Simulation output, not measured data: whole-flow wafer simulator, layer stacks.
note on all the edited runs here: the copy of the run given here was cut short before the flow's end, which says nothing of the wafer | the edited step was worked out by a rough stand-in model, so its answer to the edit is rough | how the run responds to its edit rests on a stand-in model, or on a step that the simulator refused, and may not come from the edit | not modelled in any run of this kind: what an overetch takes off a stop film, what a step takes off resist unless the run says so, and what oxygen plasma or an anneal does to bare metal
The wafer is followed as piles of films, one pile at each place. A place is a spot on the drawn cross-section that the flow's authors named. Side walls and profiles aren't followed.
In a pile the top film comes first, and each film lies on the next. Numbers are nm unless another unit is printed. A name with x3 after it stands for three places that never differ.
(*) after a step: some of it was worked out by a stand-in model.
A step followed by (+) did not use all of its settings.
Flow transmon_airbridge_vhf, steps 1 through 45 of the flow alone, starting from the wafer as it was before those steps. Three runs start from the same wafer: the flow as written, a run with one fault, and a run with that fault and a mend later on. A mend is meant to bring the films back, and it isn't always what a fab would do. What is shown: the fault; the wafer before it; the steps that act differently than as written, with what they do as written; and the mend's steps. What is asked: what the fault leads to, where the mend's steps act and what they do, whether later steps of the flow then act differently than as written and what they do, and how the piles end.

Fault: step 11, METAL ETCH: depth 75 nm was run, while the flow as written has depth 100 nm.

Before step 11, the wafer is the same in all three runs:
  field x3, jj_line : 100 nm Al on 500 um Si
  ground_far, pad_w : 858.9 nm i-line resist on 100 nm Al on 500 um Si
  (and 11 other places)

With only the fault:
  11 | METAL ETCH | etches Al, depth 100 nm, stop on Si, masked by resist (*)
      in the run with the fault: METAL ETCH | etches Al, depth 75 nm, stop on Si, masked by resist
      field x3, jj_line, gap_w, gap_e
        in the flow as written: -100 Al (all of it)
        in the run with the fault: -75 Al
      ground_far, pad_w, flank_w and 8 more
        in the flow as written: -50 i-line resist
        in the run with the fault: -37.5 i-line resist
  Steps further on in the flow that do not act as written (20 more steps, not shown, differ only slightly: by at most 2% or 0.5 nm, whichever is larger):
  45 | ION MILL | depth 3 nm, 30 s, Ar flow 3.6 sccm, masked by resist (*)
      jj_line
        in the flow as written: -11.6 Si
        in the run with the fault: -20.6 Al
  By the end, the piles at field x3, jj_line, gap_w, gap_e depart from the flow's by more than 2% or 0.5 nm, whichever is larger.
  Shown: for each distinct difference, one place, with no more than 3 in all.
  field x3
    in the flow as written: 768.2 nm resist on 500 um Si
    in the run with the fault: 768.2 nm resist on 25 nm Al on 500 um Si
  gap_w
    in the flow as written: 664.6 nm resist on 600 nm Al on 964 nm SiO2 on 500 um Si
    in the run with the fault: 658 nm resist on 600 nm Al on 964 nm SiO2 on 25 nm Al on 500 um Si
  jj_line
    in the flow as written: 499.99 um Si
    in the run with the fault: 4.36 nm Al on 500 um Si

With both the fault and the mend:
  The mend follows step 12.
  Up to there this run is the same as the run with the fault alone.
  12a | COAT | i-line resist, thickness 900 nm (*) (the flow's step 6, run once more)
      field x3, jj_line, trace_open_s x2, margin_s, bridge_strip, margin_n
        +900 i-line resist (new film)
      pad_w, pad_e
        +890.8 i-line resist (new film)
      flank_w, flank_e
        +882.4 i-line resist (new film)
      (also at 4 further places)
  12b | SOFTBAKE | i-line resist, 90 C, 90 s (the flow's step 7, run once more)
      flank_w, flank_e
        -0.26 i-line resist
      gap_w, gap_e
        +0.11 i-line resist
      cpw_trace
        -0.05 i-line resist
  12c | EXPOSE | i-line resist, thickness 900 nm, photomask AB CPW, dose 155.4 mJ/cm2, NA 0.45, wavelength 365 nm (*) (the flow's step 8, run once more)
      alters no film at any place that is followed
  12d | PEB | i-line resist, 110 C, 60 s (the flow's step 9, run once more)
      field x3, jj_line, trace_open_s x2, margin_s, bridge_strip, margin_n
        -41 i-line resist
      pad_w, pad_e
        -40.6 i-line resist
      flank_w, flank_e
        -40.2 i-line resist
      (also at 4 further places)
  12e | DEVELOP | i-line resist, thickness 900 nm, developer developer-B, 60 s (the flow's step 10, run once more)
      pad_w, cpw_trace, pad_e, trace_open_s x2, margin_s, bridge_strip, margin_n
        -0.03 i-line resist
      field x3, jj_line
        -859 i-line resist (all of it)
      gap_w, gap_e
        -898.1 i-line resist (all of it)
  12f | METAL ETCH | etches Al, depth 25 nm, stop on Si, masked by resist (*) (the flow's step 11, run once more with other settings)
      ground_far, pad_w, flank_w and 8 more
        -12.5 i-line resist
      field x3, jj_line, gap_w, gap_e
        -25 Al (all of it)
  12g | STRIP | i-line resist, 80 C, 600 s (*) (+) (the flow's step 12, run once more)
      trace_open_s x2, margin_s, bridge_strip, margin_n
        -846.4 i-line resist (all of it)
      pad_w, pad_e
        -837.6 i-line resist (all of it)
      flank_w, flank_e
        -829.4 i-line resist (all of it)
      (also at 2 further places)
  None of the later steps of the flow acts differently than as written at any place that is followed.
  At every place that both follow, the piles at the end match the flow's.
